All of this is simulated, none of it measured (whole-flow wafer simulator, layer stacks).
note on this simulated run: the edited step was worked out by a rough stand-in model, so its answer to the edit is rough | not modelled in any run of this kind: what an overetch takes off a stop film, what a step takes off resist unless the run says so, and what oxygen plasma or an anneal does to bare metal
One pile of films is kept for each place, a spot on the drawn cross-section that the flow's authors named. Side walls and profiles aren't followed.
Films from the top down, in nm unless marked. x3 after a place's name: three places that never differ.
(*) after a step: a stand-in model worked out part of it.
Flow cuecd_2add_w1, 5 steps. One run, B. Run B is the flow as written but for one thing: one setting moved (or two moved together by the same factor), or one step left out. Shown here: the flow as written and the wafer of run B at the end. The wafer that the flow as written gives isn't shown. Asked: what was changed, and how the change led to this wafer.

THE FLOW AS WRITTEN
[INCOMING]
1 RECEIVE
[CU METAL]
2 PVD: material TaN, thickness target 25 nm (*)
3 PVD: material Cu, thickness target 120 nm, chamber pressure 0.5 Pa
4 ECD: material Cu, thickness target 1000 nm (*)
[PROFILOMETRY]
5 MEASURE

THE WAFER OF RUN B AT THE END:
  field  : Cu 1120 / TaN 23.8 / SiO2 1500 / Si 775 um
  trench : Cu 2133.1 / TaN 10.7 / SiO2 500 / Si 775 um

The cause: step 2, PVD: thickness target 23.8 nm was run, where the flow has thickness target 25 nm.
It can be read off the wafer: field has TaN 23.8, and step 2 as written asks for 25 nm.

How the change led to this, step by step:
  2 PVD: material TaN, thickness target 25 nm (*)
      field: TaN +23.8 (new film) (as written it would be: TaN +25 (new film))
